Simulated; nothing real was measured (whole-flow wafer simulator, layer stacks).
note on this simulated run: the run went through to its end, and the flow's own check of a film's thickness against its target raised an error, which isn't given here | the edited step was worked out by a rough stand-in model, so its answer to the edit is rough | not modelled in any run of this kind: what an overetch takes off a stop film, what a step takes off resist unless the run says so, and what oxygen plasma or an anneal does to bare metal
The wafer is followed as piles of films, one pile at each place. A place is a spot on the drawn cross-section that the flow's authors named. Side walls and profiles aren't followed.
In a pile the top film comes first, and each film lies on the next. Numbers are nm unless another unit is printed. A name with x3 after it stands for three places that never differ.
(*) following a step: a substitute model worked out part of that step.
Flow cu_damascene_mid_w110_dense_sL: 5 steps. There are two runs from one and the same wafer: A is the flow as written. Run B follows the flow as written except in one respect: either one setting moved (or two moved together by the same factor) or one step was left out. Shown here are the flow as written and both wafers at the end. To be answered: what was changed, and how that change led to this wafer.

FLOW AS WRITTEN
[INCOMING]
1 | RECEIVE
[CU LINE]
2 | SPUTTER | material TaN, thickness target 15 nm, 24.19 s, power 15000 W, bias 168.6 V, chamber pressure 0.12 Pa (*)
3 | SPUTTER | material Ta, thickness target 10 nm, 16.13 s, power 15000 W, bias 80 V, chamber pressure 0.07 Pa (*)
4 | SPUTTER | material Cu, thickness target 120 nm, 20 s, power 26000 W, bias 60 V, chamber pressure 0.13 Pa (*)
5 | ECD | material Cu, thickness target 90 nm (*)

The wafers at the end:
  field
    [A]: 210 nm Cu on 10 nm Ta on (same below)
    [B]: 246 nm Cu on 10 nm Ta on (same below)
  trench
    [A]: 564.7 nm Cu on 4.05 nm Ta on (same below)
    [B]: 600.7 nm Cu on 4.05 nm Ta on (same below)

The reason: step 5, ECD: thickness target 126 nm was run, whereas the flow has thickness target 90 nm.

Step by step, how the change led to this:
  5 | ECD | material Cu, thickness target 90 nm (*)
      field: A Cu gains 90 | B Cu gains 126
      trench: A Cu gains 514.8 | B Cu gains 550.8
